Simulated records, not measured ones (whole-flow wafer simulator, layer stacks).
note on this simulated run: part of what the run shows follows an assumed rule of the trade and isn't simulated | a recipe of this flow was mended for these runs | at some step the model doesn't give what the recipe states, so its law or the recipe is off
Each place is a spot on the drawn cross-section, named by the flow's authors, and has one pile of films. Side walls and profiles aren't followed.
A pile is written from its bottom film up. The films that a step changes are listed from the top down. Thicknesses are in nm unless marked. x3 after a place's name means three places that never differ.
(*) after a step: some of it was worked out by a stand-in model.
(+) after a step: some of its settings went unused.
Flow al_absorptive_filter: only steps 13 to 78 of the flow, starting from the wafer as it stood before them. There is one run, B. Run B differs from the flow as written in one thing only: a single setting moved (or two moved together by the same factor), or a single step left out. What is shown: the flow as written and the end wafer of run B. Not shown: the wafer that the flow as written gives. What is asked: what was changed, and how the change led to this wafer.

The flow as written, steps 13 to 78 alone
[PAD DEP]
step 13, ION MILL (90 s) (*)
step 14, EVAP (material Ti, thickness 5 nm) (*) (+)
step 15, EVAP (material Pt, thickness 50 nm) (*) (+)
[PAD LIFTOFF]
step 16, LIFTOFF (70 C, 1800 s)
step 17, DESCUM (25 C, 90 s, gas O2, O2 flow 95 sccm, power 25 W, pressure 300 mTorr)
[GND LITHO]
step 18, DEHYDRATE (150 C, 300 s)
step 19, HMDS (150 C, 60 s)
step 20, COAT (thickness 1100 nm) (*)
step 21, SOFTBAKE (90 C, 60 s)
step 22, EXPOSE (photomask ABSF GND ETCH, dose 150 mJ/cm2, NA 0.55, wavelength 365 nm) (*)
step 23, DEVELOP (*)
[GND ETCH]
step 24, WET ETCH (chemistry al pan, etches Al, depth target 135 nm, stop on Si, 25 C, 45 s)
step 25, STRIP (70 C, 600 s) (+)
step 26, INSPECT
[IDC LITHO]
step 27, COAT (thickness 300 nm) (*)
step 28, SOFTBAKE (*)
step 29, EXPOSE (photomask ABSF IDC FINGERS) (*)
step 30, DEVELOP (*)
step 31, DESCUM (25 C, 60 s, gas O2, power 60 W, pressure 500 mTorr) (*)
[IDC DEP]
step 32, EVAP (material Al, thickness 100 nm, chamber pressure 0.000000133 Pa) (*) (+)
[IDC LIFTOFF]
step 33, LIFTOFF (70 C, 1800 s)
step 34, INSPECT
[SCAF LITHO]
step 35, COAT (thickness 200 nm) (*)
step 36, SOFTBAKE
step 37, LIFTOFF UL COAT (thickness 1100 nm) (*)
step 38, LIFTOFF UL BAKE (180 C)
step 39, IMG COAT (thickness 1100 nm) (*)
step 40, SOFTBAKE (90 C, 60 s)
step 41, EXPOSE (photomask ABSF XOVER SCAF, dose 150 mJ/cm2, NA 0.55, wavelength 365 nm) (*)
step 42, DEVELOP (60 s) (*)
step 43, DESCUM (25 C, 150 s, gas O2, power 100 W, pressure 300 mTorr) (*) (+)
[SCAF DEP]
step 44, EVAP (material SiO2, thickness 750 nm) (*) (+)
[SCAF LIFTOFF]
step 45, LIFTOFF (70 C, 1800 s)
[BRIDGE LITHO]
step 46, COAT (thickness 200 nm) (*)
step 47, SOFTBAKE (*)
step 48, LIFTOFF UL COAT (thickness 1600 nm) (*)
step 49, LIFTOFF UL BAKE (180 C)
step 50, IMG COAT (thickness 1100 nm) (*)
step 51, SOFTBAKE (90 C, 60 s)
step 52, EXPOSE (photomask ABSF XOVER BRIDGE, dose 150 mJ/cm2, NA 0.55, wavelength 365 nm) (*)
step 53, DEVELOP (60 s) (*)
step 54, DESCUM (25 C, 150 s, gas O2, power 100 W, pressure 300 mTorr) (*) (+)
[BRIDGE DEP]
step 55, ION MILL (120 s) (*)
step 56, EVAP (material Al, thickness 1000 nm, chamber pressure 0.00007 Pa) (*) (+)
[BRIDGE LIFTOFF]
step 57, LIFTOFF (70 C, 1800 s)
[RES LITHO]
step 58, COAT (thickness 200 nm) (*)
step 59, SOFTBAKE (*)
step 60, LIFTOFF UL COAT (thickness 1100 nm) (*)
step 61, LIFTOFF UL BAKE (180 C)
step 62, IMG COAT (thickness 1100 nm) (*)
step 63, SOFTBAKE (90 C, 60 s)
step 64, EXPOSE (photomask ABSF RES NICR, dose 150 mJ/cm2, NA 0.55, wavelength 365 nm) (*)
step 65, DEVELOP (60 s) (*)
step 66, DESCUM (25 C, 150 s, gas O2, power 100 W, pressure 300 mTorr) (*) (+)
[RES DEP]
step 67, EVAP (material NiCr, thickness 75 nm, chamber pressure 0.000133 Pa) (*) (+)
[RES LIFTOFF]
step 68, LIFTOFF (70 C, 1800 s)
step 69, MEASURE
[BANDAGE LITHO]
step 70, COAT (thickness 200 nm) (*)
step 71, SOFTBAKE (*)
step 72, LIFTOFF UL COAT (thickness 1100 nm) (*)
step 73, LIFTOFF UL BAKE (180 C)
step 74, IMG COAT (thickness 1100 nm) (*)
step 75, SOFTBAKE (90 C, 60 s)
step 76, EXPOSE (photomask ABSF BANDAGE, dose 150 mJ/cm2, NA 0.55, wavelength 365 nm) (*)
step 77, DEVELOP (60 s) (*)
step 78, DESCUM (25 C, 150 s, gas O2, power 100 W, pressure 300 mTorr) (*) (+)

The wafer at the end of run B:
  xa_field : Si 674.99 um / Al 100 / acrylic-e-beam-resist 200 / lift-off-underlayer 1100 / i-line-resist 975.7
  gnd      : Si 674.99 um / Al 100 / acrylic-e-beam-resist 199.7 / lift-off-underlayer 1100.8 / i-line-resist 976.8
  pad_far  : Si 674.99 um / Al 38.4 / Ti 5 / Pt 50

Cause: step 13, ION MILL: 144 s was run, though the flow has 90 s.

Step by step, how the change led to this:
  step 13, ION MILL (90 s) (*)
      gnd, ledge, res and 9 more: -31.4 i-line-resist (as written it would have been: -19.6 i-line-resist)
      pad_far, pad_near: -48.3 Al (as written it would have been: -30.2 Al)
  step 27, COAT (thickness 300 nm) (*)
      pad_near: +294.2 e-beam-resist (new film) (as written it would have been: +288.3 e-beam-resist (new film))
      ledge: +268.3 e-beam-resist (new film) (as written it would have been: +274.4 e-beam-resist (new film))
  step 33, LIFTOFF (70 C, 1800 s)
      pad_near: -100 Al (all of it), -285.2 e-beam-resist (all of it) (as written it would have been: -100 Al (all of it), -279.3 e-beam-resist (all of it))
      ledge: -100 Al (all of it), -259.3 e-beam-resist (all of it) (as written it would have been: -100 Al (all of it), -265.3 e-beam-resist (all of it))
  step 35, COAT (thickness 200 nm) (*)
      ledge: +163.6 acrylic-e-beam-resist (new film) (as written it would have been: +169.8 acrylic-e-beam-resist (new film))
  step 45, LIFTOFF (70 C, 1800 s)
      ledge: -750 SiO2 (all of it), -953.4 i-line-resist (all of it), -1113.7 lift-off-underlayer (all of it), -163.6 acrylic-e-beam-resist (all of it) (as written it would have been: -750 SiO2 (all of it), -952.1 i-line-resist (all of it), -1114 lift-off-underlayer (all of it), -169.8 acrylic-e-beam-resist (all of it))
  step 46, COAT (thickness 200 nm) (*)
      ledge: +163.6 acrylic-e-beam-resist (new film) (as written it would have been: +169.8 acrylic-e-beam-resist (new film))
  step 57, LIFTOFF (70 C, 1800 s)
      ledge: -1000 Al (all of it), -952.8 i-line-resist (all of it), -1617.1 lift-off-underlayer (all of it), -163.6 acrylic-e-beam-resist (all of it) (as written it would have been: -1000 Al (all of it), -951.7 i-line-resist (all of it), -1617.2 lift-off-underlayer (all of it), -169.8 acrylic-e-beam-resist (all of it))
  step 58, COAT (thickness 200 nm) (*)
      ledge: +163.6 acrylic-e-beam-resist (new film) (as written it would have been: +169.8 acrylic-e-beam-resist (new film))
  step 66, DESCUM (25 C, 150 s, gas O2, power 100 W, pressure 300 mTorr) (*) (+)
      ledge: -163.6 acrylic-e-beam-resist (all of it) (as written it would have been: -169.8 acrylic-e-beam-resist (all of it))
  step 70, COAT (thickness 200 nm) (*)
      pad_near: +184.7 acrylic-e-beam-resist (new film) (as written it would have been: +180.9 acrylic-e-beam-resist (new film))
      ledge: +161.8 acrylic-e-beam-resist (new film) (as written it would have been: +167 acrylic-e-beam-resist (new film))
  step 78, DESCUM (25 C, 150 s, gas O2, power 100 W, pressure 300 mTorr) (*) (+)
      pad_near: -184.7 acrylic-e-beam-resist (all of it) (as written it would have been: -180.9 acrylic-e-beam-resist (all of it))
